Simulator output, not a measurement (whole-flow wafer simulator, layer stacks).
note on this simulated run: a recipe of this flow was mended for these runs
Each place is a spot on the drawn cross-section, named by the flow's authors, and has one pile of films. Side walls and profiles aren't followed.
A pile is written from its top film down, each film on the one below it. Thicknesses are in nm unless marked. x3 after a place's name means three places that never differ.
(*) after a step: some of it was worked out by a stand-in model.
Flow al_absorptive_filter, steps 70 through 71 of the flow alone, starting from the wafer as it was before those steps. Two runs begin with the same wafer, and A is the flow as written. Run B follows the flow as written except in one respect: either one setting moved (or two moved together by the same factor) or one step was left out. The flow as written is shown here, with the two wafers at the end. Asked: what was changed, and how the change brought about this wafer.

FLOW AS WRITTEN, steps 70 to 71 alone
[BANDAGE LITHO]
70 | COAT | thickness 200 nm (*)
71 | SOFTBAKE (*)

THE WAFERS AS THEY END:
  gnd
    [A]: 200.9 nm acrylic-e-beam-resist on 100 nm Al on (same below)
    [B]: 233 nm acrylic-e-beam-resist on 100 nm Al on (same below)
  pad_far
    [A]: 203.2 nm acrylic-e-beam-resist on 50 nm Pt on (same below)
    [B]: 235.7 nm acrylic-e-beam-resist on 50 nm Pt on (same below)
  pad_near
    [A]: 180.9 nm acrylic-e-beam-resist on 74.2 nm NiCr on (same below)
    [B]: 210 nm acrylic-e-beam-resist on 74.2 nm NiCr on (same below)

The reason: step 70, COAT: thickness 232 nm was run, while the flow as written has thickness 200 nm.

The path from the change to this, step by step:
  70 | COAT | thickness 200 nm (*)
      xa_field, xl_land, idc_field: A +200 acrylic-e-beam-resist (new film) | B +232 acrylic-e-beam-resist (new film)
      gnd: A +200.9 acrylic-e-beam-resist (new film) | B +233 acrylic-e-beam-resist (new film)
      (as well as at 10 more places)
